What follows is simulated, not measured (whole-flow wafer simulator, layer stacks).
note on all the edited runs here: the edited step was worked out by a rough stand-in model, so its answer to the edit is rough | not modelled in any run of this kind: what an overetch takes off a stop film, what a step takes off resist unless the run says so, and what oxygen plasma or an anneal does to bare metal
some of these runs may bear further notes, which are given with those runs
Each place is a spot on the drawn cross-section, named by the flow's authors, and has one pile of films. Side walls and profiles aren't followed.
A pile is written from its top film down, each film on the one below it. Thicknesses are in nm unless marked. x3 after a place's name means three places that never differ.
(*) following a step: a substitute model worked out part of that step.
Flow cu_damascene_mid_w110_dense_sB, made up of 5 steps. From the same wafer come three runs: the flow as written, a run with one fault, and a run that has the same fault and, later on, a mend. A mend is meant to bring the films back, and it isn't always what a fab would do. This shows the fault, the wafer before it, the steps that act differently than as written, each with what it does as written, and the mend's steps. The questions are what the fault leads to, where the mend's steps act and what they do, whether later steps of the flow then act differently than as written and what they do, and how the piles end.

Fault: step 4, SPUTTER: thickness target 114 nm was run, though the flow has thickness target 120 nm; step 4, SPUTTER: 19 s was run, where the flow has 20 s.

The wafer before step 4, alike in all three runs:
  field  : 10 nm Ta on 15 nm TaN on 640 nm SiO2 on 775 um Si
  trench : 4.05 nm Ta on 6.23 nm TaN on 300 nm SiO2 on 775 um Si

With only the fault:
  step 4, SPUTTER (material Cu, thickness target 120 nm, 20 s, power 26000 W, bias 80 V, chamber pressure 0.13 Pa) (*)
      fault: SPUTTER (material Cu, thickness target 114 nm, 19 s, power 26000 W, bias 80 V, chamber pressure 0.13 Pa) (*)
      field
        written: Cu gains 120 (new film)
        fault: Cu gains 114 (new film)
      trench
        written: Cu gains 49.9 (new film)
        fault: Cu gains 47.4 (new film)
  Every later step of the flow that is run acts as written, at every place that is followed, to within 2% or 0.5 nm, whichever is larger.
  The piles end different from the flow's at field by more than 2% or 0.5 nm, whichever is larger.
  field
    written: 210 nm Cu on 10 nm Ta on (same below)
    fault: 204 nm Cu on 10 nm Ta on (same below)

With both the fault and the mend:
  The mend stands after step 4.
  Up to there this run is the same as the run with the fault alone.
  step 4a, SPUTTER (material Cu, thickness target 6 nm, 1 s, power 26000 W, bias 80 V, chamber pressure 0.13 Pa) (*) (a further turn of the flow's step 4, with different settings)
      field
        Cu gains 6
      trench
        Cu gains 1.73
  Every later step of the flow that is run acts as written, at every place that is followed, to within 2% or 0.5 nm, whichever is larger.
  By the end, the piles equal the flow's at every place that both follow.
